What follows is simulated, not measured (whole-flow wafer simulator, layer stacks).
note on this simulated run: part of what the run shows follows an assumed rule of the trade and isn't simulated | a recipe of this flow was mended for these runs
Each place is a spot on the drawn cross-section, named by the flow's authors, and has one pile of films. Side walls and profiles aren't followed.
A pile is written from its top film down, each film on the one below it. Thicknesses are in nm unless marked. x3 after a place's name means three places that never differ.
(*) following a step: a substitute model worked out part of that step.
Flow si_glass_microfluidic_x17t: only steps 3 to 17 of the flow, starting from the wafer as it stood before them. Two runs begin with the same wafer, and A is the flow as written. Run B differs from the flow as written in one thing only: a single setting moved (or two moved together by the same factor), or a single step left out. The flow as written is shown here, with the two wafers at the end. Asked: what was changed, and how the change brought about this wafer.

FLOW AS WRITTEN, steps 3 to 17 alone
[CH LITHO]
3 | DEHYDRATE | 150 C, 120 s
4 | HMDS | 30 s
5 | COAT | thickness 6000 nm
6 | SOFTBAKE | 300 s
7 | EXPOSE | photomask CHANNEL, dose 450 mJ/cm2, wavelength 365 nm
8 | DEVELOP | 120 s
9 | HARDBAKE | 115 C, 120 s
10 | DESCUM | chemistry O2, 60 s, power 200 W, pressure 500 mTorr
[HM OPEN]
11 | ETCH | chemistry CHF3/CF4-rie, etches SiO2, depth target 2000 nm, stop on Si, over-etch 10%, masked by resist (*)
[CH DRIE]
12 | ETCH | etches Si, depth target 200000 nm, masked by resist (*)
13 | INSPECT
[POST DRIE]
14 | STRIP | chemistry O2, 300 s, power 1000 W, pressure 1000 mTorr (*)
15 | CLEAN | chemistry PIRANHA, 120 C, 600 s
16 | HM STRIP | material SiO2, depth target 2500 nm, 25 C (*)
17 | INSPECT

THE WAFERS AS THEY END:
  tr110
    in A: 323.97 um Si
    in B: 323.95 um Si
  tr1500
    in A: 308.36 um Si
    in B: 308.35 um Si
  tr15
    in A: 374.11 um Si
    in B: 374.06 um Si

The reason: step 11, ETCH: depth target 2240 nm was run, though the flow has depth target 2000 nm.

Step by step, how the change led to this:
  11 | ETCH | chemistry CHF3/CF4-rie, etches SiO2, depth target 2000 nm, stop on Si, over-etch 10%, masked by resist (*)
      tr110, tr1500, tr15: A -2000 SiO2 (all of it), -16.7 Si | B -2000 SiO2 (all of it), -38.7 Si
      land: A -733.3 thick-i-line-resist | B -821.3 thick-i-line-resist
  12 | ETCH | etches Si, depth target 200000 nm, masked by resist (*)
      tr1500: A -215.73 um Si | B -215.72 um Si
      tr15: A -149.99 um Si | B -150.02 um Si
  14 | STRIP | chemistry O2, 300 s, power 1000 W, pressure 1000 mTorr (*)
      land: A -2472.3 thick-i-line-resist (all of it) | B -2384.5 thick-i-line-resist (all of it)
